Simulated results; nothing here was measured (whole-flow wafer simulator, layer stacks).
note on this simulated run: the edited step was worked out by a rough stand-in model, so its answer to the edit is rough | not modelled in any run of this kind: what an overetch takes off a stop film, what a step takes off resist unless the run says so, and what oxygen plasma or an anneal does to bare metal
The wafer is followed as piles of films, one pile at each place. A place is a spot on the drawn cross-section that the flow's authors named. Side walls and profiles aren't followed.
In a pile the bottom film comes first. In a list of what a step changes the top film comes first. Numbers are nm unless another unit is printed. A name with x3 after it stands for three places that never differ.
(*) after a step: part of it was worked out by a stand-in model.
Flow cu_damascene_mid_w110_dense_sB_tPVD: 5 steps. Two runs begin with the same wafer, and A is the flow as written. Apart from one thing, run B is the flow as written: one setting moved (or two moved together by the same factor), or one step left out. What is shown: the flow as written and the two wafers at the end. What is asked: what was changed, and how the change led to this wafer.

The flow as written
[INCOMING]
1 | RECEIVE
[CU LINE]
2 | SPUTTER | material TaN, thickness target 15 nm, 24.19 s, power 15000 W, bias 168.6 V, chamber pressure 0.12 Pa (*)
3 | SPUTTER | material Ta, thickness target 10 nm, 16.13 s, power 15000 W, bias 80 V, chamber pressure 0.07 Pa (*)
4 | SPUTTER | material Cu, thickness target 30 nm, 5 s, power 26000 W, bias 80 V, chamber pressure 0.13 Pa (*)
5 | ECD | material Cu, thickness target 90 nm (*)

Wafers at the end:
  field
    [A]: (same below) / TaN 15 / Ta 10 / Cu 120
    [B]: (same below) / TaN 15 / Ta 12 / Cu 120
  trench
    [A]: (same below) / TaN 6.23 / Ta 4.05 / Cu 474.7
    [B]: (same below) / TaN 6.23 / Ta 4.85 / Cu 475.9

Cause: step 3, SPUTTER: thickness target 12 nm was run, whereas the flow has thickness target 10 nm.
The wafer itself shows it: field has Ta 12, and step 3 as written asks for 10 nm.

Step by step, how the change led to this:
  3 | SPUTTER | material Ta, thickness target 10 nm, 16.13 s, power 15000 W, bias 80 V, chamber pressure 0.07 Pa (*)
      field: A Ta gains 10 (new film) | B Ta gains 12 (new film)
      trench: A Ta gains 4.05 (new film) | B Ta gains 4.85 (new film)
